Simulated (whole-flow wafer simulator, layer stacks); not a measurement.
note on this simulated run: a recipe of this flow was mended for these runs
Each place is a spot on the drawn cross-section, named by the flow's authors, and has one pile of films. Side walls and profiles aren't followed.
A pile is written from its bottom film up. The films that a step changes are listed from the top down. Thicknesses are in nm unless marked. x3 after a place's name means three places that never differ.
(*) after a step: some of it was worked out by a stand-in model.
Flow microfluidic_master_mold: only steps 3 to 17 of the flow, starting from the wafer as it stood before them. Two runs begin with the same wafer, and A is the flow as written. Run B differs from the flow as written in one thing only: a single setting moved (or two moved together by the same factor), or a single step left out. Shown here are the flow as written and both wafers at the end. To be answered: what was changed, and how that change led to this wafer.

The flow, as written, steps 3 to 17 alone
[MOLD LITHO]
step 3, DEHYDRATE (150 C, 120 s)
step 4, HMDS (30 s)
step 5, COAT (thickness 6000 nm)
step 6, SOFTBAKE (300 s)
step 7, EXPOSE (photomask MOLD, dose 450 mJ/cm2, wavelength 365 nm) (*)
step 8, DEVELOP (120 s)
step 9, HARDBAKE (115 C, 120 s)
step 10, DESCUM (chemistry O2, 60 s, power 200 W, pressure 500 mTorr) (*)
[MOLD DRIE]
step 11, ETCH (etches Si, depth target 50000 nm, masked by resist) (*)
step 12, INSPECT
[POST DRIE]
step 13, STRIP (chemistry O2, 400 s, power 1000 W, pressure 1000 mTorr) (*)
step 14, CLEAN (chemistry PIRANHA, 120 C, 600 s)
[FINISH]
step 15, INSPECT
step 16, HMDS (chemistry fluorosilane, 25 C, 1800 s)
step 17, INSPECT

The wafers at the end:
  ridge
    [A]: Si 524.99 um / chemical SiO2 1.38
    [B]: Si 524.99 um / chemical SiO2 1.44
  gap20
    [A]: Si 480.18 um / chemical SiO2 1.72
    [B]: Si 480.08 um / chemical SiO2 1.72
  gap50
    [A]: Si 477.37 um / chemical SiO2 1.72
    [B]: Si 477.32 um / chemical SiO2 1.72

What caused this: step 5, COAT: thickness 5325 nm was run, though the flow has thickness 6000 nm.

How this came from the change, step by step:
  step 5, COAT (thickness 6000 nm)
      ridge, gap20, gap50, gap200 x2: A thick-i-line-resist gains 6000 (new film) | B thick-i-line-resist gains 5325 (new film)
  step 8, DEVELOP (120 s)
      gap20, gap50, gap200 x2: A thick-i-line-resist loses 6000 (all of it) | B thick-i-line-resist loses 5325 (all of it)
  step 9, HARDBAKE (115 C, 120 s)
      ridge: A thick-i-line-resist loses 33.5 | B thick-i-line-resist loses 28.2
  step 11, ETCH (etches Si, depth target 50000 nm, masked by resist) (*)
      gap20: A chemical SiO2 loses 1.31 (all of it), Si loses 44.81 um | B chemical SiO2 loses 1.31 (all of it), Si loses 44.91 um
      gap50: A chemical SiO2 loses 1.31 (all of it), Si loses 47.62 um | B chemical SiO2 loses 1.31 (all of it), Si loses 47.67 um
  step 13, STRIP (chemistry O2, 400 s, power 1000 W, pressure 1000 mTorr) (*)
      ridge: A thick-i-line-resist loses 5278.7 (all of it), chemical SiO2 gains 0.78, Si loses 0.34 | B thick-i-line-resist loses 4609 (all of it), chemical SiO2 gains 0.84, Si loses 0.37
